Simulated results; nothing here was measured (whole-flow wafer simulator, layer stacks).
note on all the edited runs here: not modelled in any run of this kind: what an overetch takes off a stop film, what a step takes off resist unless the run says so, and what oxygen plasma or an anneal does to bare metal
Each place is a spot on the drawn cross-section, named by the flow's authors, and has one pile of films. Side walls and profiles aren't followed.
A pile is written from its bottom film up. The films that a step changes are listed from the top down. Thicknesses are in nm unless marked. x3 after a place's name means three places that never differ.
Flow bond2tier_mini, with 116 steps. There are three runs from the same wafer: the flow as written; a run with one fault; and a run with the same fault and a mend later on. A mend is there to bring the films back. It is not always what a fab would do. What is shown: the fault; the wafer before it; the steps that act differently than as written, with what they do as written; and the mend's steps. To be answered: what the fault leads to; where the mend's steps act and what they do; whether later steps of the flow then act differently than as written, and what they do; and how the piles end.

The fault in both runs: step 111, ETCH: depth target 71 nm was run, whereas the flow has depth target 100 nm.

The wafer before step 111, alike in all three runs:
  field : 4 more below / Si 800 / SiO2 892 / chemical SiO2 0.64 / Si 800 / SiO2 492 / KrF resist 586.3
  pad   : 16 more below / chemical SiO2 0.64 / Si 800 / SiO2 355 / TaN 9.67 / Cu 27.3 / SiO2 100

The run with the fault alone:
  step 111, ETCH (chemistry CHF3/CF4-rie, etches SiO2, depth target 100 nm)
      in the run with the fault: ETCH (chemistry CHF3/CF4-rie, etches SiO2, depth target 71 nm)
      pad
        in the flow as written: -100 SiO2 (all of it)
        in the run with the fault: -71 SiO2
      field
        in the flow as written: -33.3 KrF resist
        in the run with the fault: -23.7 KrF resist
  Steps later in the flow that act otherwise than as written (not shown: 2 more steps that differ only slightly, by at most 2% or 0.5 nm, whichever is larger):
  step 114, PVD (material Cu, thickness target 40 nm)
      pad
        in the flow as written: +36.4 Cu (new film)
        in the run with the fault: +37.4 Cu (new film)
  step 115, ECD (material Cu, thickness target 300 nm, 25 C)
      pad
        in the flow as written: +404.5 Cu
        in the run with the fault: +374.2 Cu
  At pad, the piles at the end differ from the flow's by more than 2% or 0.5 nm, whichever is larger.
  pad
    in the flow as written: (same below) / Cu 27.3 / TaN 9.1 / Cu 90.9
    in the run with the fault: (same below) / Cu 27.3 / SiO2 29 / TaN 9.36 / Cu 61.6

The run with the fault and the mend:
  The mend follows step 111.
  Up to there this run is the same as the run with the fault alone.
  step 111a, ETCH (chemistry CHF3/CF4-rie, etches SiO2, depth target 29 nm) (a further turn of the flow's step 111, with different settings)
      field
        -9.67 KrF resist
      pad
        -29 SiO2 (all of it)
  Later steps of the flow that are run all act as written at every place that is followed.
  At every place that both follow, the piles at the end match the flow's.
